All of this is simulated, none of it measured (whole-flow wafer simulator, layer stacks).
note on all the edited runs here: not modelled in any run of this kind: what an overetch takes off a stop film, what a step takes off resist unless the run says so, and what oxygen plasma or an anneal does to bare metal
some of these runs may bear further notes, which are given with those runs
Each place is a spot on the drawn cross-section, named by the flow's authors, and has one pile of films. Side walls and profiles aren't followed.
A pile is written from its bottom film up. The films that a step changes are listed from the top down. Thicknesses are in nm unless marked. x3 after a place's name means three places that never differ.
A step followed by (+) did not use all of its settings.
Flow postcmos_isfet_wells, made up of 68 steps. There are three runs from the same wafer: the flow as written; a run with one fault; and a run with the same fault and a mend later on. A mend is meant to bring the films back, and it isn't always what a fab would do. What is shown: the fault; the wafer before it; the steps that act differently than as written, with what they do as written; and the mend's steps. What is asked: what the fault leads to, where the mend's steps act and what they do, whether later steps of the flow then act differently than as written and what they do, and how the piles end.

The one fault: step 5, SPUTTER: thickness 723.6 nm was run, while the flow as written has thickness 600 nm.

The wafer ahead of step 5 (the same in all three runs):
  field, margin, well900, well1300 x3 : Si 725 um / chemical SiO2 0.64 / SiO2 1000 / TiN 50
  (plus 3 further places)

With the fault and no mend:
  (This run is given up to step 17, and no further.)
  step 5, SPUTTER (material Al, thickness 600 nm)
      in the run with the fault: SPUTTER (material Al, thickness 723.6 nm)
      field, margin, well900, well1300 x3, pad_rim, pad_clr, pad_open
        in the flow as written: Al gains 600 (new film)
        in the run with the fault: Al gains 723.6 (new film)
  Steps later in the flow that act otherwise than as written:
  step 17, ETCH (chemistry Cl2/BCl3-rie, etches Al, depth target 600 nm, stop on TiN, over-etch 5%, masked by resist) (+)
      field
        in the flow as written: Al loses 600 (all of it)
        in the run with the fault: Al loses 600
  Once step 17 is done, the piles at field, margin, well900, well1300 x3, pad_rim, pad_clr, pad_open depart from the flow's by more than 2% or 0.5 nm, whichever is larger.
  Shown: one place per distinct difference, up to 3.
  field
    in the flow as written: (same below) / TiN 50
    in the run with the fault: (same below) / TiN 50 / Al 123.6
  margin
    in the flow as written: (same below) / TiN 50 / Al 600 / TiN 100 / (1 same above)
    in the run with the fault: (same below) / TiN 50 / Al 723.6 / TiN 100 / (1 same above)

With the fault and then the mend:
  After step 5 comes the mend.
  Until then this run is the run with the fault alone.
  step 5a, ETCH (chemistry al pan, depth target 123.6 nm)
      field, margin, well900, well1300 x3, pad_rim, pad_clr, pad_open
        Al loses 123.6
  None of the later steps of the flow acts differently than as written at any place that is followed.
  At every place that both follow, the piles at the end match the flow's.
